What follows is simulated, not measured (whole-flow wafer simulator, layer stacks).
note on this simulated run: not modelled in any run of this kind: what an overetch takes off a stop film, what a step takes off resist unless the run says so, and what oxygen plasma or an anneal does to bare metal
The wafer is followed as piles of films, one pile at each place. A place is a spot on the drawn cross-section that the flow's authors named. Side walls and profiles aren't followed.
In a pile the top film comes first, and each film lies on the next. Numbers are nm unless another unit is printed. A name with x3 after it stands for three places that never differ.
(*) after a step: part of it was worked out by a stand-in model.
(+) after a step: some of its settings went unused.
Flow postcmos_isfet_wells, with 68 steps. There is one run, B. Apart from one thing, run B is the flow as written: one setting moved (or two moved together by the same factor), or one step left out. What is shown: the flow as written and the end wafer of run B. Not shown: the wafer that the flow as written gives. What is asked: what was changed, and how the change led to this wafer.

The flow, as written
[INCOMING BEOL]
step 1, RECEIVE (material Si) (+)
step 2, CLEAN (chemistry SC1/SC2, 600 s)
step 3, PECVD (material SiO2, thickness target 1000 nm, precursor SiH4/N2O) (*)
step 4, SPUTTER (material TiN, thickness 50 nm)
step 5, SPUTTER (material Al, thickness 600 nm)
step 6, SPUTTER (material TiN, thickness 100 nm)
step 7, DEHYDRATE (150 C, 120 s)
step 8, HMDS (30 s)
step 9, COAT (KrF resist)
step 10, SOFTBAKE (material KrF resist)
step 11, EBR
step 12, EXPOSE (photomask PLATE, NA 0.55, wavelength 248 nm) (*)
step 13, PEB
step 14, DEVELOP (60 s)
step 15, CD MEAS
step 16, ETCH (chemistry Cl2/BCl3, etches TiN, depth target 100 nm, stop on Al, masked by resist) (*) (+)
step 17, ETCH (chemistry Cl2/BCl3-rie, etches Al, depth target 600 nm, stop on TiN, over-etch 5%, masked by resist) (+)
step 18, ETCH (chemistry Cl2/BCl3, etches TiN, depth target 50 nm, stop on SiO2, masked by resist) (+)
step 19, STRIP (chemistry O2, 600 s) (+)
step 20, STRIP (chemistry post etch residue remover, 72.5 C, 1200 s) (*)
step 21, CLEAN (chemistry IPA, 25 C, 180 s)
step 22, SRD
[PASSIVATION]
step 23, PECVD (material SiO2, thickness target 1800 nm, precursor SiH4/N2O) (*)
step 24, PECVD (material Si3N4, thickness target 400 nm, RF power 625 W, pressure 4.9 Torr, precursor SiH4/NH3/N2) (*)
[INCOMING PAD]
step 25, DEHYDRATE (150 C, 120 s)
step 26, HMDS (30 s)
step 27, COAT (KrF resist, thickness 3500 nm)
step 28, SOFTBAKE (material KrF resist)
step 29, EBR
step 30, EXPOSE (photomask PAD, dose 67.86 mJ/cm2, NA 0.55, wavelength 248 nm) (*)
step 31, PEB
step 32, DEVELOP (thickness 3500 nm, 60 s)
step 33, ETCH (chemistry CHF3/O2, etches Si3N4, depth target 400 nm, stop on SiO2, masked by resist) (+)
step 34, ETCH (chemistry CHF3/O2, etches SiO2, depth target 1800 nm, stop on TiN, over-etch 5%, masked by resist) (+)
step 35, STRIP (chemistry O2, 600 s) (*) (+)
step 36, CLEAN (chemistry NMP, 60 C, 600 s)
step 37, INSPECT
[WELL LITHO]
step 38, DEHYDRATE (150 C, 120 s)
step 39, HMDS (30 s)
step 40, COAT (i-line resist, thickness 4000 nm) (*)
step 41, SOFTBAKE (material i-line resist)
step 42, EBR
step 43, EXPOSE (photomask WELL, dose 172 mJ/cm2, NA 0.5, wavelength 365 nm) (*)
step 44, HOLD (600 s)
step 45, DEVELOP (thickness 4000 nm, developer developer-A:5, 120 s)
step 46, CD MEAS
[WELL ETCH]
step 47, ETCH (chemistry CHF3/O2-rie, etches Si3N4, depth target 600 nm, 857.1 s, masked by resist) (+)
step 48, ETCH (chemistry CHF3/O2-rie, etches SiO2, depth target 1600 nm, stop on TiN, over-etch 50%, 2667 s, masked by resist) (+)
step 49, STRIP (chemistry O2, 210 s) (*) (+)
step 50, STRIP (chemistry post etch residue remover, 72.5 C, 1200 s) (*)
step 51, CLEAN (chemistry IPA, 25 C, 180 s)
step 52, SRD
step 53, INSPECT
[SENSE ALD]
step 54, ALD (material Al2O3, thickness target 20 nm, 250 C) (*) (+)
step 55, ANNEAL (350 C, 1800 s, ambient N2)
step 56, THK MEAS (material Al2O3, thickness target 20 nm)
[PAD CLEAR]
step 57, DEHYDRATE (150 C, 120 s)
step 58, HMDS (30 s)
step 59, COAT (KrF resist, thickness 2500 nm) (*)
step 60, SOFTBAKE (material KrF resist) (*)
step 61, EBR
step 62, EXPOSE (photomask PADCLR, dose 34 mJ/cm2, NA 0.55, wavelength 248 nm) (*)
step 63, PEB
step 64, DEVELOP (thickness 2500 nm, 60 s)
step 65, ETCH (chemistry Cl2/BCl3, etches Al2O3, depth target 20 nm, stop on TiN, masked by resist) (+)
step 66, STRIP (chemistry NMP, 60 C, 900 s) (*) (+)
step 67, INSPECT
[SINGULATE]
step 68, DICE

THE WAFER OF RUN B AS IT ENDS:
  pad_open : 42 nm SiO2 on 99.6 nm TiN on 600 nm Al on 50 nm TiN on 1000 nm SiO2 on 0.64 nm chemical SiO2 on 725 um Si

Cause: step 33, ETCH: depth target 360 nm was run, whereas the flow has depth target 400 nm.

Step by step, how the change led to this:
  step 33, ETCH (chemistry CHF3/O2, etches Si3N4, depth target 400 nm, stop on SiO2, masked by resist) (+)
      pad_open: Si3N4 loses 360 (as written it would have been: Si3N4 loses 400 (all of it))
      field, margin, well900, well1300 x3, pad_rim, pad_clr: KrF resist loses 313 (as written it would have been: KrF resist loses 347.8)
  step 34, ETCH (chemistry CHF3/O2, etches SiO2, depth target 1800 nm, stop on TiN, over-etch 5%, masked by resist) (+)
      pad_open: Si3N4 loses 40 (all of it), SiO2 loses 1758 (as written it would have been: SiO2 loses 1800 (all of it))
  step 35, STRIP (chemistry O2, 600 s) (*) (+)
      field, margin, well900, well1300 x3, pad_rim, pad_clr: KrF resist loses 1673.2 (all of it) (as written it would have been: KrF resist loses 1638.4 (all of it))
  step 41, SOFTBAKE (material i-line resist)
      pad_clr: i-line resist loses 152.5 (as written it would have been: i-line resist loses 156.7)
